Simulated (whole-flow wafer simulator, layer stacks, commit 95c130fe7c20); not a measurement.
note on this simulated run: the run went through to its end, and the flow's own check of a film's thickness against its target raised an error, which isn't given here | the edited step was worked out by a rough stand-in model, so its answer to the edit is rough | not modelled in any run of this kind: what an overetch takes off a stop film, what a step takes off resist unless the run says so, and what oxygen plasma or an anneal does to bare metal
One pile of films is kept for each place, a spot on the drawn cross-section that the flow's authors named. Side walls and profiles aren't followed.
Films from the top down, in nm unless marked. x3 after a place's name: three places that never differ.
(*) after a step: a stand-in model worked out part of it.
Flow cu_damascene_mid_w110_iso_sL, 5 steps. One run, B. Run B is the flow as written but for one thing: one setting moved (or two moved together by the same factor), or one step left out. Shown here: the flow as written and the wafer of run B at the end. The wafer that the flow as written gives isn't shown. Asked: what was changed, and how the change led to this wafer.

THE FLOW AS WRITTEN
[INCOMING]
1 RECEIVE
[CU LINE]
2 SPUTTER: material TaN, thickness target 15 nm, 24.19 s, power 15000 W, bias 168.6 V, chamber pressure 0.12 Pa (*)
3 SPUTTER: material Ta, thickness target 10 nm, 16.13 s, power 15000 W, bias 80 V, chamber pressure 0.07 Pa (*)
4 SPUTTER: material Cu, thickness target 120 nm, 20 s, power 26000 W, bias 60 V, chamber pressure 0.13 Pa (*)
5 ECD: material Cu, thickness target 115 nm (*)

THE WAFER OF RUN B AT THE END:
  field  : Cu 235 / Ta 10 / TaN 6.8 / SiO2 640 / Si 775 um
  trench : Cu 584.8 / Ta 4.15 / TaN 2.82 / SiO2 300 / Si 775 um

The cause: step 2, SPUTTER: thickness target 6.8 nm was run, where the flow has thickness target 15 nm; step 2, SPUTTER: 10.89 s was run, where the flow has 24.19 s.
It can be read off the wafer: field has TaN 6.8, and step 2 as written asks for 15 nm.

How the change led to this, step by step:
  2 SPUTTER: material TaN, thickness target 15 nm, 24.19 s, power 15000 W, bias 168.6 V, chamber pressure 0.12 Pa (*)
      field: TaN +6.8 (new film) (as written it would be: TaN +15 (new film))
      trench: TaN +2.82 (new film) (as written it would be: TaN +6.23 (new film))
  4 SPUTTER: material Cu, thickness target 120 nm, 20 s, power 26000 W, bias 60 V, chamber pressure 0.13 Pa (*)
      trench: Cu +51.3 (new film) (as written it would be: Cu +49.9 (new film))
